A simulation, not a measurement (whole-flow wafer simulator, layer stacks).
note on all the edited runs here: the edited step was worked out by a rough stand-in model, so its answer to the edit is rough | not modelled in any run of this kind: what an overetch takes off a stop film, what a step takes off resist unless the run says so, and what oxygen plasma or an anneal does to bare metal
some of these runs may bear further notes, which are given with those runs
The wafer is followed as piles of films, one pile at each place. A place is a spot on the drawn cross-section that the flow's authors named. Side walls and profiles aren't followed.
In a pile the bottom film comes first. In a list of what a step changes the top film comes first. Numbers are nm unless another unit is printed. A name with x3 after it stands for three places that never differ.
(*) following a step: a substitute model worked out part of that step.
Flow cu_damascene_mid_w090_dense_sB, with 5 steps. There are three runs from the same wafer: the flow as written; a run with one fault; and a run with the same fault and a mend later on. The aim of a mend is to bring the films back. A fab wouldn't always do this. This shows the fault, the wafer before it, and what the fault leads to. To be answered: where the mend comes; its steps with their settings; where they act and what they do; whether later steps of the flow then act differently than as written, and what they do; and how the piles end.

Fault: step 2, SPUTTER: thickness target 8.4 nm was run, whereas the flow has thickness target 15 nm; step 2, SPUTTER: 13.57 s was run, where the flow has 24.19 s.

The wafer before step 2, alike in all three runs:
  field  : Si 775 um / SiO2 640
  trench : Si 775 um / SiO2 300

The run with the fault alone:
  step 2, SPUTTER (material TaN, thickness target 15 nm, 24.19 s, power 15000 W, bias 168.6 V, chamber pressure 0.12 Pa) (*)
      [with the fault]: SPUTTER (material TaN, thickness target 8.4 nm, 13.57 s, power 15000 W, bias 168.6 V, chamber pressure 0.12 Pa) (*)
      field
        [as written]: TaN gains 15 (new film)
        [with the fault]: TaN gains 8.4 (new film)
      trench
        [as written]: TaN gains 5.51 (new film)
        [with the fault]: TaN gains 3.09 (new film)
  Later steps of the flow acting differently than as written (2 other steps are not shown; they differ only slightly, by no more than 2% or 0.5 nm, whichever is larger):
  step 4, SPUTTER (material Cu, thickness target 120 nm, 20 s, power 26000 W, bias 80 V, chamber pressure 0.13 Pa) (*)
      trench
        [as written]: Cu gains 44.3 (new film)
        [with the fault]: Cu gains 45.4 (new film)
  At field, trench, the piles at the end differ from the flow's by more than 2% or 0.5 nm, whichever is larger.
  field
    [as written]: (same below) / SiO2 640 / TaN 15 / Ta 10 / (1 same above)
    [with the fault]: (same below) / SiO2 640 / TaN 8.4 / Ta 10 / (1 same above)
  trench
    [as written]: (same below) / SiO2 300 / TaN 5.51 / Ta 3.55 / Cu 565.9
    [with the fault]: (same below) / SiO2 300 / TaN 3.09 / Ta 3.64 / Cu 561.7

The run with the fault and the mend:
  The mend follows step 2.
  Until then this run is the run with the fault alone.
  step 2a, SPUTTER (material TaN, thickness target 6.6 nm, 10.62 s, power 15000 W, bias 168.6 V, chamber pressure 0.12 Pa) (*) (the flow's step 2, run once more with other settings)
      field
        TaN gains 6.6
      trench
        TaN gains 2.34
  Every later step of the flow that is run acts as written, at every place that is followed, to within 2% or 0.5 nm, whichever is larger.
  When the end is reached, the piles differ only a little from the flow's at the places that both follow, at most by 2% or 0.5 nm, whichever is larger.
